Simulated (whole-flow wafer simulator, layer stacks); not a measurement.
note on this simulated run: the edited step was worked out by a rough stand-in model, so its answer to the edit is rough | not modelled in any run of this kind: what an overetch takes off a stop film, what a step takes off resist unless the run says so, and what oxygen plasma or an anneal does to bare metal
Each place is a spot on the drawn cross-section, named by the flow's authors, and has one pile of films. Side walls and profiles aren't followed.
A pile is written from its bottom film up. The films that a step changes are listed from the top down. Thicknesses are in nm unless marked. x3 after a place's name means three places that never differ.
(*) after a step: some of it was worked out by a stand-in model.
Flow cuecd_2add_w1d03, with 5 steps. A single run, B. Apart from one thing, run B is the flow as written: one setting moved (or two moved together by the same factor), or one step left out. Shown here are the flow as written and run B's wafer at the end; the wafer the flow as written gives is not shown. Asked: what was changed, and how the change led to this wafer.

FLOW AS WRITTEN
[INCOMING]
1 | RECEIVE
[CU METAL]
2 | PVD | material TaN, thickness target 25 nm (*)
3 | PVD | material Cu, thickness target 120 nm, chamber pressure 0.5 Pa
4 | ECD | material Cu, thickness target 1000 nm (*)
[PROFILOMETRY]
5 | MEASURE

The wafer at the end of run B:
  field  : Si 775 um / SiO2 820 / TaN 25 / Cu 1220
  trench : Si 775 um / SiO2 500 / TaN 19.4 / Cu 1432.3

The reason: step 4, ECD: thickness target 1100 nm was run, while the flow as written has thickness target 1000 nm.

The path from the change to this, step by step:
  4 | ECD | material Cu, thickness target 1000 nm (*)
      field: +1100 Cu (it would be, as written: +1000 Cu)
      trench: +1338.9 Cu (it would be, as written: +1226.8 Cu)
